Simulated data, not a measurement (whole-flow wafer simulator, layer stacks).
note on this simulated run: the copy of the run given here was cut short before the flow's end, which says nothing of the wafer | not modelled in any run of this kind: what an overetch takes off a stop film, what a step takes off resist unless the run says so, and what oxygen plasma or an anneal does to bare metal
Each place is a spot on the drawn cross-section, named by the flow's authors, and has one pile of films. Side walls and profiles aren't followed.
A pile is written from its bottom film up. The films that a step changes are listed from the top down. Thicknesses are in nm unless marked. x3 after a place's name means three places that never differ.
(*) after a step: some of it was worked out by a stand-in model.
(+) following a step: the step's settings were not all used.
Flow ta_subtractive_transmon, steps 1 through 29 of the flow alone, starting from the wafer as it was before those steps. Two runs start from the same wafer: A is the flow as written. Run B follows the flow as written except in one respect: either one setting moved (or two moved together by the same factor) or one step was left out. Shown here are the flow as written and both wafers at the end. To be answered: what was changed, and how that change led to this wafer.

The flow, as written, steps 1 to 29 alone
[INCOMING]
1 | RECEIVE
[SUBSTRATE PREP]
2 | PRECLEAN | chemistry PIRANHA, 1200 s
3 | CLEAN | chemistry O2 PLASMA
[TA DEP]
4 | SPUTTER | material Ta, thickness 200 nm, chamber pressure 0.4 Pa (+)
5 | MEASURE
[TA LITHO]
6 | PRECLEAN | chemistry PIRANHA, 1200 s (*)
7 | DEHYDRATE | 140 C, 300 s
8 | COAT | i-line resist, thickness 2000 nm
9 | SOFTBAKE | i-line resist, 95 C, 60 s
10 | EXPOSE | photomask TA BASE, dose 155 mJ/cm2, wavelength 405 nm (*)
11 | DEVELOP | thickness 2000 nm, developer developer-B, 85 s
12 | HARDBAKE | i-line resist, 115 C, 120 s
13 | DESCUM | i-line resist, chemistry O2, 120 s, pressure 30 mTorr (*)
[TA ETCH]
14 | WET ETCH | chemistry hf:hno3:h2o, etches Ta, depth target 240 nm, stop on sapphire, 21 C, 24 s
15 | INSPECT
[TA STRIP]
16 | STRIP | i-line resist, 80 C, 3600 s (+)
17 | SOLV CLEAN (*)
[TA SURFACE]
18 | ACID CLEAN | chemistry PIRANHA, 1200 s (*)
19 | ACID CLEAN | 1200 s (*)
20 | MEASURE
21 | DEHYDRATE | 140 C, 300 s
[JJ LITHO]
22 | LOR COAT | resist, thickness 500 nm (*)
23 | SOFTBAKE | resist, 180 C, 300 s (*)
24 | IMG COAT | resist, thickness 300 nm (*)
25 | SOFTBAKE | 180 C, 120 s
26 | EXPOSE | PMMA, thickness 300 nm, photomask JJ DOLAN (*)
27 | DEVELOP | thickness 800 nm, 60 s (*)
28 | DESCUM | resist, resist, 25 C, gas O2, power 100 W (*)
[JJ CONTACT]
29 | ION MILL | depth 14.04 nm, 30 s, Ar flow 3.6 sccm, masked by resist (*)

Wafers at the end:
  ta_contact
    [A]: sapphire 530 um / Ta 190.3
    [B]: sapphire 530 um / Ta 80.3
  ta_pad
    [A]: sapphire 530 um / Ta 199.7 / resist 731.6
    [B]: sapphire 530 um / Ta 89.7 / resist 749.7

What caused this: step 4, SPUTTER: thickness 90 nm was run, while the flow as written has thickness 200 nm.

How this came from the change, step by step:
  4 | SPUTTER | material Ta, thickness 200 nm, chamber pressure 0.4 Pa (+)
      field x2, jj_line, lead, ta_contact, ta_pad: A +200 Ta (new film) | B +90 Ta (new film)
  14 | WET ETCH | chemistry hf:hno3:h2o, etches Ta, depth target 240 nm, stop on sapphire, 21 C, 24 s
      field x2, jj_line, lead: A -200 Ta (all of it) | B -90 Ta (all of it)
  22 | LOR COAT | resist, thickness 500 nm (*)
      lead: A +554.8 resist (new film) | B +525.6 resist (new film)
      ta_contact: A +443.8 resist (new film) | B +473.5 resist (new film)
  24 | IMG COAT | resist, thickness 300 nm (*)
      lead: A +312.6 resist | B +305.6 resist
      ta_contact: A +287.4 resist | B +294.5 resist
      (as well as at 1 more place)
  27 | DEVELOP | thickness 800 nm, 60 s (*)
      lead: A -867.4 resist (all of it) | B -831.2 resist (all of it)
      ta_contact: A -731.2 resist (all of it) | B -768 resist (all of it)
